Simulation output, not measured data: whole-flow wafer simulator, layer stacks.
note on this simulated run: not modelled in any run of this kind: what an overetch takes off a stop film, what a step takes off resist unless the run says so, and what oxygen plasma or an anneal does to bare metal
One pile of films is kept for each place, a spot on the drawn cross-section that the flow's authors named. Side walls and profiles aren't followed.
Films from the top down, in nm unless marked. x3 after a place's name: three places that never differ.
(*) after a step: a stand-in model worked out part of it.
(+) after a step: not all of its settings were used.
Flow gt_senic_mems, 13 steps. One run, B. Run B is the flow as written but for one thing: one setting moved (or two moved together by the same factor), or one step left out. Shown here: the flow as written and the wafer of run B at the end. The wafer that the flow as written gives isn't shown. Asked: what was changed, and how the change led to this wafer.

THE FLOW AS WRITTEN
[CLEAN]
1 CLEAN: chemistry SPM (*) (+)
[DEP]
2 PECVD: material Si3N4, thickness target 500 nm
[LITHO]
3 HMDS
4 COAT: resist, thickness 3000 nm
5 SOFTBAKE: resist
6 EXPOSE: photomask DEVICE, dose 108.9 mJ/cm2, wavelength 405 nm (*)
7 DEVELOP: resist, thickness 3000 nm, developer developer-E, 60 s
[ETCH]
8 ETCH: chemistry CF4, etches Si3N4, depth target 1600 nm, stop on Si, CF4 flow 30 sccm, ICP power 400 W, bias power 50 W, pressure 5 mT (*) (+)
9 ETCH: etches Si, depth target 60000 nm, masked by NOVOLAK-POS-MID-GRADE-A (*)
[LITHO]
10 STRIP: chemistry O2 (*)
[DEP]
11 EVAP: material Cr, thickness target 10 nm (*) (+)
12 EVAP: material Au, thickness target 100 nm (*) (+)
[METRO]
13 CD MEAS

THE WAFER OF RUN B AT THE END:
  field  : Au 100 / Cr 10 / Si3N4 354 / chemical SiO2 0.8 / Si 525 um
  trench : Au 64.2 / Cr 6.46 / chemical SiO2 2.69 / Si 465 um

The cause: step 2, PECVD: thickness target 354 nm was run, where the flow has thickness target 500 nm.
It can be read off the wafer: field has Si3N4 354, and step 2 as written asks for 500 nm.

How the change led to this, step by step:
  2 PECVD: material Si3N4, thickness target 500 nm
      field, trench: Si3N4 +354 (new film) (as written it would be: Si3N4 +500 (new film))
  8 ETCH: chemistry CF4, etches Si3N4, depth target 1600 nm, stop on Si, CF4 flow 30 sccm, ICP power 400 W, bias power 50 W, pressure 5 mT (*) (+)
      field: resist -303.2 (as written it would be: resist -400.5)
      trench: Si3N4 -354 (all of it), chemical SiO2 -0.8 (all of it) (as written it would be: Si3N4 -500 (all of it), chemical SiO2 -0.8 (all of it))
  10 STRIP: chemistry O2 (*)
      field: resist -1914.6 (all of it) (as written it would be: resist -1817.3 (all of it))
